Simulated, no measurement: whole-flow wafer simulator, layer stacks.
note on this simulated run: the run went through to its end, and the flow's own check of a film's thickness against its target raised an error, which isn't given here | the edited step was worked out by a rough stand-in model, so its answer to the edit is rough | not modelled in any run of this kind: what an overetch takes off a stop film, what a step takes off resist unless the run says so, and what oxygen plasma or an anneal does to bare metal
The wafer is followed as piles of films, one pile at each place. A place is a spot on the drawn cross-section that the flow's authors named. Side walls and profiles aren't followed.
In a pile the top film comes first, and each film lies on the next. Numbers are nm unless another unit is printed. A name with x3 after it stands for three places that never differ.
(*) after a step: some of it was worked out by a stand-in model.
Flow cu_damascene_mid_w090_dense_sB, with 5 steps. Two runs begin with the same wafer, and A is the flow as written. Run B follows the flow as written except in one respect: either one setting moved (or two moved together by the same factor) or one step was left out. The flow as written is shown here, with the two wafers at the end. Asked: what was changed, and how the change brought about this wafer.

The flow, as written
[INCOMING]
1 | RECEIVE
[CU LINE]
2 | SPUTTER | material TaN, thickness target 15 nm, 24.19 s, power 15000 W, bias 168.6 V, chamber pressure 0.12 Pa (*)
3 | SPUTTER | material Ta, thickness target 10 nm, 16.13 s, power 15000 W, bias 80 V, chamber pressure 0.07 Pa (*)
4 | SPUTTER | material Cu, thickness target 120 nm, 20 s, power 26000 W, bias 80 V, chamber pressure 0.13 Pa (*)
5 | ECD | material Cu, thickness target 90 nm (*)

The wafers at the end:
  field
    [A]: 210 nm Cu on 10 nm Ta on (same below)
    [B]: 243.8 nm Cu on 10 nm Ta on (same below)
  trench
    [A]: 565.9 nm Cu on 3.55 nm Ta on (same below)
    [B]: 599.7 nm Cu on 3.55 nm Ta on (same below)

The reason: step 5, ECD: thickness target 123.8 nm was run, while the flow as written has thickness target 90 nm.

Step by step, how the change led to this:
  5 | ECD | material Cu, thickness target 90 nm (*)
      field: A Cu gains 90 | B Cu gains 123.8
      trench: A Cu gains 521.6 | B Cu gains 555.4
